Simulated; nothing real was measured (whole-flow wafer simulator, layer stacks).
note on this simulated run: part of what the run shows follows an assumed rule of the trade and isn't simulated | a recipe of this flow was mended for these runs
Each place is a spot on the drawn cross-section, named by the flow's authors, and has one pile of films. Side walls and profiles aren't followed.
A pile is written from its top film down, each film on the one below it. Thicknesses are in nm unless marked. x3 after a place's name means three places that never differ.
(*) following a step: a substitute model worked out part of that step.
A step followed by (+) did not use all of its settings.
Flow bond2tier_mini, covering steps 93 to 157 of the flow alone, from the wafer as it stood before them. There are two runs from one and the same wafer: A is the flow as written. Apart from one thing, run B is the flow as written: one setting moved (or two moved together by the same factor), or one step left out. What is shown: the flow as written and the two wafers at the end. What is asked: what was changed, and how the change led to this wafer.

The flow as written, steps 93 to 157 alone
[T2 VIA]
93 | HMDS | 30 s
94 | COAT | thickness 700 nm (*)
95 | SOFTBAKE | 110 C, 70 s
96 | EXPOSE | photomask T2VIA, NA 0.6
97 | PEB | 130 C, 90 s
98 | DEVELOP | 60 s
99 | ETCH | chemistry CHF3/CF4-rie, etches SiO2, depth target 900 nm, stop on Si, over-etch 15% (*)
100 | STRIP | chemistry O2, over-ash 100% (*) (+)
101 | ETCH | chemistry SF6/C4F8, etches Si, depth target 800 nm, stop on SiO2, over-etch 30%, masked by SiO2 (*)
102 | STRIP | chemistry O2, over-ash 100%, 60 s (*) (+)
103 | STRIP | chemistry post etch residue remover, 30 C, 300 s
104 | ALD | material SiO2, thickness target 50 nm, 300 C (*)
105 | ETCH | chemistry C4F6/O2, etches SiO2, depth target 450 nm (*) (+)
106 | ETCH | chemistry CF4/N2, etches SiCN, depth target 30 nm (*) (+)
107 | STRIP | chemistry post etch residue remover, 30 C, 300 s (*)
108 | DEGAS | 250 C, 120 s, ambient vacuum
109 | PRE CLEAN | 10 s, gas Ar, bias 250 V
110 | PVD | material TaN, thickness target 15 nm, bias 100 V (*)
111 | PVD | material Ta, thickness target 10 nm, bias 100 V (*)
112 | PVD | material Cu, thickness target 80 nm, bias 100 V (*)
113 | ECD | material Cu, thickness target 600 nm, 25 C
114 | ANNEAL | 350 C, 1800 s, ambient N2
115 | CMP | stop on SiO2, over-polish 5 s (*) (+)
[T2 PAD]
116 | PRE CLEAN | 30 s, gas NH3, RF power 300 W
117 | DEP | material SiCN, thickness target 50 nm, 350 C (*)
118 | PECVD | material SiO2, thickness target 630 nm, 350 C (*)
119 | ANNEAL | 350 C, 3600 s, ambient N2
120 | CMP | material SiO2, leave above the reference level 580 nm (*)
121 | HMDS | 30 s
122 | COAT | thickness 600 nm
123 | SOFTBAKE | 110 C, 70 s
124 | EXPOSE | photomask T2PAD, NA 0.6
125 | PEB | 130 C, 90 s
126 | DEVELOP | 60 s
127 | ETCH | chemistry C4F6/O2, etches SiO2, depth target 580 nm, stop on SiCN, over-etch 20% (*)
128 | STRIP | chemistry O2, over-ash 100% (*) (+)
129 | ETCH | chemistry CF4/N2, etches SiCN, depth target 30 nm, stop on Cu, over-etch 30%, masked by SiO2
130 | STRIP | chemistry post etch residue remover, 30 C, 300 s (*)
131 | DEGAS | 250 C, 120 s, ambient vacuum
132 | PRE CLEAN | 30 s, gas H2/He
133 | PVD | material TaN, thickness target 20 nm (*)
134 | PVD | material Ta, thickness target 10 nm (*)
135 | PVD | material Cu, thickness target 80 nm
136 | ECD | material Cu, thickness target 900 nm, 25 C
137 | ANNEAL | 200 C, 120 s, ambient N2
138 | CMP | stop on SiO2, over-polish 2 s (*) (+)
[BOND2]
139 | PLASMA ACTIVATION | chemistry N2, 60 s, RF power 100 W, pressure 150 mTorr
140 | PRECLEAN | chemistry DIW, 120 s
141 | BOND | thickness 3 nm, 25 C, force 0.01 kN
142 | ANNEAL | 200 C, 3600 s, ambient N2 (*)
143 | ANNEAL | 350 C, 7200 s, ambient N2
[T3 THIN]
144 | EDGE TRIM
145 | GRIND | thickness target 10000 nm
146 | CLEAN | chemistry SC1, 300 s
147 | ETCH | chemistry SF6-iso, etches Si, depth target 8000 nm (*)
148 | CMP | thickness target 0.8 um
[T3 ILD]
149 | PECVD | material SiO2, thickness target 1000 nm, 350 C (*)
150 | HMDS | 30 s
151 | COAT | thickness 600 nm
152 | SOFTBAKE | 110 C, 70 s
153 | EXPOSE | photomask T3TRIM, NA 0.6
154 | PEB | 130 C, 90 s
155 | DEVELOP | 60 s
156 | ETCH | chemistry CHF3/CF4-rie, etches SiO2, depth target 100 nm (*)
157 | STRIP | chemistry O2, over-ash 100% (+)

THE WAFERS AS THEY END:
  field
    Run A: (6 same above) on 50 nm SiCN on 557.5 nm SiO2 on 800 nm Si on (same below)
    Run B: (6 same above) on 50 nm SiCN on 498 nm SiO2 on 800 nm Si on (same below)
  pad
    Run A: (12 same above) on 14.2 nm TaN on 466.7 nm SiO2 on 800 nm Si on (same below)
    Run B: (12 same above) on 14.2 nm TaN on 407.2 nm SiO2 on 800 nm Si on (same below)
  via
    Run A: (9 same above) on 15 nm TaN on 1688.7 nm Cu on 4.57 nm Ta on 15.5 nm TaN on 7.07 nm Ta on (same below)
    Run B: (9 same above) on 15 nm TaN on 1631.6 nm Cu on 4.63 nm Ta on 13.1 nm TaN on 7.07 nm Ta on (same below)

The reason: step 105, ETCH: depth target 509.5 nm was run, while the flow as written has depth target 450 nm.

The path from the change to this, step by step:
  105 | ETCH | chemistry C4F6/O2, etches SiO2, depth target 450 nm (*) (+)
      field, pad: A -450 SiO2 | B -509.5 SiO2
      via: A -348.1 SiO2 (all of it), -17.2 SiCN | B -348.1 SiO2 (all of it), -27.2 SiCN
  106 | ETCH | chemistry CF4/N2, etches SiCN, depth target 30 nm (*) (+)
      via: A -17.6 SiCN (all of it), -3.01 TaN | B -7.61 SiCN (all of it), -5.46 TaN
  113 | ECD | material Cu, thickness target 600 nm, 25 C
      via: A +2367 Cu | B +2309.3 Cu
